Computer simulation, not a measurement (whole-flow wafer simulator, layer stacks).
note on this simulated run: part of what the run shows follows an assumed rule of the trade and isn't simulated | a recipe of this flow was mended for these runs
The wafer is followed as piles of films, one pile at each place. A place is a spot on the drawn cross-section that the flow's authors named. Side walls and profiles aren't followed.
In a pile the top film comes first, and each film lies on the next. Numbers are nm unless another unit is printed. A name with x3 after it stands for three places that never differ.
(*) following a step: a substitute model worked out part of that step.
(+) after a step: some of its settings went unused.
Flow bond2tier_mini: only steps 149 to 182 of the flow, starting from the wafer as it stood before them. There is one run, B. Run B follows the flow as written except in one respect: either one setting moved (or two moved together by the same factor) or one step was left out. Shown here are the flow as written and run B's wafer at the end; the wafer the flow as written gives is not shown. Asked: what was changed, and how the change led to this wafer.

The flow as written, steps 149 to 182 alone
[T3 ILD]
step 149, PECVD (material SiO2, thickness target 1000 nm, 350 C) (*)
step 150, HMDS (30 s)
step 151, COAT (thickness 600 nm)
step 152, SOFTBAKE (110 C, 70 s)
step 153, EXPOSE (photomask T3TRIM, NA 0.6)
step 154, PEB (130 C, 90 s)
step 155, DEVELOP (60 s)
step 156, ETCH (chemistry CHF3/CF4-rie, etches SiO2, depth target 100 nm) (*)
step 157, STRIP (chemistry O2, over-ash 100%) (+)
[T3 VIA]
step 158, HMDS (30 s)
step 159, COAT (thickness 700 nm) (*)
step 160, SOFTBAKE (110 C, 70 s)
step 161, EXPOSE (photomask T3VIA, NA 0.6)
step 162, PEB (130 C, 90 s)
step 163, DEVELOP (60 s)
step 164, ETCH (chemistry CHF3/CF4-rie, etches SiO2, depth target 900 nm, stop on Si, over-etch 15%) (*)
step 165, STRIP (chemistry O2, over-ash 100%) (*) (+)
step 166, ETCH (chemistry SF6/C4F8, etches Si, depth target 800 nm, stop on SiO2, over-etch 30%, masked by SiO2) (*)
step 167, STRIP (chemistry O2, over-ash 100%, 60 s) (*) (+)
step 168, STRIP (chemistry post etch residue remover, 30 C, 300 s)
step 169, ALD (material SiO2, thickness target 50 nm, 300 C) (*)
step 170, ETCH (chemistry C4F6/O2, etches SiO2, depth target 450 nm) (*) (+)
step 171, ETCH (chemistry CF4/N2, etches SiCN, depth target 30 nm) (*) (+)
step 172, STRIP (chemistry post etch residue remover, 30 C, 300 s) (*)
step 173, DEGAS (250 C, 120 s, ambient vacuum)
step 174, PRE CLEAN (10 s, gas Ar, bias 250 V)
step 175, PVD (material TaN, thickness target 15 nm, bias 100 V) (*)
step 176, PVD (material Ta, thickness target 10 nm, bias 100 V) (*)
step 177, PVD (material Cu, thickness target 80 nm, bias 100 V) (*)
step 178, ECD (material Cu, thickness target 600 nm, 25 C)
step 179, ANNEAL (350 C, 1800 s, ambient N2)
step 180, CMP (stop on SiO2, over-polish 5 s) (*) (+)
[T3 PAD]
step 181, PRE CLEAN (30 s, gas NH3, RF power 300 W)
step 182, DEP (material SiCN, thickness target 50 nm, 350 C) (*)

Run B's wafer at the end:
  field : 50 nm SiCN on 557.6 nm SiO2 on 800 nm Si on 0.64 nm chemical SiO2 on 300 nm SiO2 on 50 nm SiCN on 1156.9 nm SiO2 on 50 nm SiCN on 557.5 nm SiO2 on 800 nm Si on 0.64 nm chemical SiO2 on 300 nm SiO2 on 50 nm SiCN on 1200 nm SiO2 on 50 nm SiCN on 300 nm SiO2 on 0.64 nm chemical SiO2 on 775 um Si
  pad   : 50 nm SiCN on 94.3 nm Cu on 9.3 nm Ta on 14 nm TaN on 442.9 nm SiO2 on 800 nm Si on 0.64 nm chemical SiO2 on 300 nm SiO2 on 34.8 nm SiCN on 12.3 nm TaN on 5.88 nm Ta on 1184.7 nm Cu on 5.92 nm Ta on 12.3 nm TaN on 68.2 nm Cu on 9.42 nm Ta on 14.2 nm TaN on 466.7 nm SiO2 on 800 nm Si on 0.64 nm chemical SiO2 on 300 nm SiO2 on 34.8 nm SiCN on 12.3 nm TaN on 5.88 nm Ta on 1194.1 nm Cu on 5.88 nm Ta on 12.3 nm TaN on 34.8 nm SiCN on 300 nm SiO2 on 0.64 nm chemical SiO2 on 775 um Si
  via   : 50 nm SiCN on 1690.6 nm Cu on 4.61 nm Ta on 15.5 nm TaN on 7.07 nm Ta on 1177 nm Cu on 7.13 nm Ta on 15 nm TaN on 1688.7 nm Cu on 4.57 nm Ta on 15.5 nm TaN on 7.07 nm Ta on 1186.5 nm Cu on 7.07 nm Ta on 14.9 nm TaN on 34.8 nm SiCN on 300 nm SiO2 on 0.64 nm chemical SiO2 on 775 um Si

The reason: step 156, ETCH: depth target 124 nm was run, while the flow as written has depth target 100 nm.

Step by step, how the change led to this:
  step 156, ETCH (chemistry CHF3/CF4-rie, etches SiO2, depth target 100 nm) (*)
      pad, via: -124 SiO2 (as written it would have been: -100 SiO2)
      field: -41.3 thick-KrF-resist (as written it would have been: -33.3 thick-KrF-resist)
  step 164, ETCH (chemistry CHF3/CF4-rie, etches SiO2, depth target 900 nm, stop on Si, over-etch 15%) (*)
      field, pad: -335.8 thick-KrF-resist (as written it would have been: -345 thick-KrF-resist)
      via: -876 SiO2 (all of it), -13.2 Si (as written it would have been: -900 SiO2 (all of it), -11.2 Si)
  step 165, STRIP (chemistry O2, over-ash 100%) (*) (+)
      pad: -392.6 thick-KrF-resist (all of it) (as written it would have been: -372.9 thick-KrF-resist (all of it))
  step 178, ECD (material Cu, thickness target 600 nm, 25 C)
      pad: +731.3 Cu (as written it would have been: +706.1 Cu)
